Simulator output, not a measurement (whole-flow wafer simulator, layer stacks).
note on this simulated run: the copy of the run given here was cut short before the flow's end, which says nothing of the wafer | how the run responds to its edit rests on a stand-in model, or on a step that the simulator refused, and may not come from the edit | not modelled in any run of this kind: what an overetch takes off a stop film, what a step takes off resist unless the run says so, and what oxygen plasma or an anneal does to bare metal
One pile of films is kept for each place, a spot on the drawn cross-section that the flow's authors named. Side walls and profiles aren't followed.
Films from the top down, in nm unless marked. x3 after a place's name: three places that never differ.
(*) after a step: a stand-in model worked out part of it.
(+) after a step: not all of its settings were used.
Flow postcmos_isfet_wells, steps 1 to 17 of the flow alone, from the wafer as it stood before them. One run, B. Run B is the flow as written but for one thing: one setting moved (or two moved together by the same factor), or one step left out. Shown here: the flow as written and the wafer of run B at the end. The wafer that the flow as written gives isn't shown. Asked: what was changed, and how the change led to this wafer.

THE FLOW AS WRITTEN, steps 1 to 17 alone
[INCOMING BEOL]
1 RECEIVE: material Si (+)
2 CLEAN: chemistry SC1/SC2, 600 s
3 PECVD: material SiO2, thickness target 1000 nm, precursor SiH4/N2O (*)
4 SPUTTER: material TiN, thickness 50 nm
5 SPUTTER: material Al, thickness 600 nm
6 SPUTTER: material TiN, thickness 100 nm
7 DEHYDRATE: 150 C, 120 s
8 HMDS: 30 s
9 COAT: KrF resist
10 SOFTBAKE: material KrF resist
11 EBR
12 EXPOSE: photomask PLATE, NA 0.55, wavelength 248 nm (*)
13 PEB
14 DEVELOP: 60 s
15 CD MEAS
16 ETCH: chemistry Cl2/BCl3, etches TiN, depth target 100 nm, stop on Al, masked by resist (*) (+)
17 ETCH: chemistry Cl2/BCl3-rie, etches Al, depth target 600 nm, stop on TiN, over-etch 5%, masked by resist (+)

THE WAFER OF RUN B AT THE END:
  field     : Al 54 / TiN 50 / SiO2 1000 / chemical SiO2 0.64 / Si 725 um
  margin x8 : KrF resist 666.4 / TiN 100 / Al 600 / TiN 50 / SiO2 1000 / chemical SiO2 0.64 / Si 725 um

The cause: step 17, ETCH: depth target 546 nm was run, where the flow has depth target 600 nm.

How the change led to this, step by step:
  17 ETCH: chemistry Cl2/BCl3-rie, etches Al, depth target 600 nm, stop on TiN, over-etch 5%, masked by resist (+)
      field: Al -546 (as written it would be: Al -600 (all of it))
      margin x8: KrF resist -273 (as written it would be: KrF resist -300)
